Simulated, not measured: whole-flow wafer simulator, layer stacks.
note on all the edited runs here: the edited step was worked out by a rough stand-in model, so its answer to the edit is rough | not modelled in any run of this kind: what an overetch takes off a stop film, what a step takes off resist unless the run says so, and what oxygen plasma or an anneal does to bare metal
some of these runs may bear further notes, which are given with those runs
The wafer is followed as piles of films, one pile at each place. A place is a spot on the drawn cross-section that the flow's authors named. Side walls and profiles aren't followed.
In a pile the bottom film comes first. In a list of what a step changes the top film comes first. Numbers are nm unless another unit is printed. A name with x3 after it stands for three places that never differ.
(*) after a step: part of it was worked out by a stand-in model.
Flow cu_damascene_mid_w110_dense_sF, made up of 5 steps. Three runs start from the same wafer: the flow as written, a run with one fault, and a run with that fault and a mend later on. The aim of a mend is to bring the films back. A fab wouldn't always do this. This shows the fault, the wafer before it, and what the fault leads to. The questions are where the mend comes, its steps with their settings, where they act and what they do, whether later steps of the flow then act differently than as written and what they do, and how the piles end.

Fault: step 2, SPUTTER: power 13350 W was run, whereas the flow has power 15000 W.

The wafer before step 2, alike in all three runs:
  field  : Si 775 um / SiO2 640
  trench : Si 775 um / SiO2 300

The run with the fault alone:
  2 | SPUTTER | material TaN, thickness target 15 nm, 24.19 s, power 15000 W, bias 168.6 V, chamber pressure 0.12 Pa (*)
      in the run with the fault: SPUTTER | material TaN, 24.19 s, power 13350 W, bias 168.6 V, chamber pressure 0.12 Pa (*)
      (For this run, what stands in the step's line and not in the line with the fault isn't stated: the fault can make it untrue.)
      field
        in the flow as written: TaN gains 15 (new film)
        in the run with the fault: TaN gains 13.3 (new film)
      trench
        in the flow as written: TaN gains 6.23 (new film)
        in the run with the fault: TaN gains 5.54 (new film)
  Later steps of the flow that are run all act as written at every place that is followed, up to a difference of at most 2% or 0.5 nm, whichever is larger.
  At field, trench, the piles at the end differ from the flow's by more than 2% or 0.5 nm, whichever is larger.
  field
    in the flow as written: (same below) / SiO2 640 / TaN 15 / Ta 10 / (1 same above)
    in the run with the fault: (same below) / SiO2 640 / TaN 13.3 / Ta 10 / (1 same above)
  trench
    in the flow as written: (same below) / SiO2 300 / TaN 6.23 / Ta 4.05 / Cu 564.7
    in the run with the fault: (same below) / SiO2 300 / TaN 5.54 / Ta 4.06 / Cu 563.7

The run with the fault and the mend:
  The mend follows step 2.
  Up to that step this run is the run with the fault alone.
  2a | SPUTTER | material TaN, 2.665 s, power 15000 W, bias 168.6 V, chamber pressure 0.12 Pa (*) (the flow's step 2 again, with other settings)
      field
        TaN gains 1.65
      trench
        TaN gains 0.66
  Later steps of the flow that are run all act as written at every place that is followed, up to a difference of at most 2% or 0.5 nm, whichever is larger.
  At the end the piles are close to the flow's at the places that both follow, differing by at most 2% or 0.5 nm, whichever is larger.
